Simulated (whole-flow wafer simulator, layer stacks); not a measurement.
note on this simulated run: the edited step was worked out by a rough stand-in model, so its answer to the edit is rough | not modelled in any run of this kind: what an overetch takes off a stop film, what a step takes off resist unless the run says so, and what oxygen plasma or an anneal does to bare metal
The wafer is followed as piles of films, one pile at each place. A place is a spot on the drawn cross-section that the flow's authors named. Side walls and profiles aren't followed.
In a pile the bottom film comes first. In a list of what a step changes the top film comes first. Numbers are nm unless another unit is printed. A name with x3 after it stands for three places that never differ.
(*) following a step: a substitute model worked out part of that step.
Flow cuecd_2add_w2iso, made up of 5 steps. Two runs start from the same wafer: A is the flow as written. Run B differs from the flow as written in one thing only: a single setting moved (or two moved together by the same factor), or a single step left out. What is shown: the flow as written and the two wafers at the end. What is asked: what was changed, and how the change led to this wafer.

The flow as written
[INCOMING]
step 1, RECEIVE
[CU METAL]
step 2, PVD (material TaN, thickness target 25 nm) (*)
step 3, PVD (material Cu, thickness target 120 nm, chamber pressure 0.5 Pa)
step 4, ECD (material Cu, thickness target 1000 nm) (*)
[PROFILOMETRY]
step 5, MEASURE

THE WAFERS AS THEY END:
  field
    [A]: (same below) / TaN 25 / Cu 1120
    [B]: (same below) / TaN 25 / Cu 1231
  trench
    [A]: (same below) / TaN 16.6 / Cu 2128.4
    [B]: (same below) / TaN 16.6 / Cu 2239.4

Cause: step 4, ECD: thickness target 1111 nm was run, while the flow as written has thickness target 1000 nm.

The path from the change to this, step by step:
  step 4, ECD (material Cu, thickness target 1000 nm) (*)
      field: A Cu gains 1000 | B Cu gains 1111
      trench: A Cu gains 2047.6 | B Cu gains 2158.6
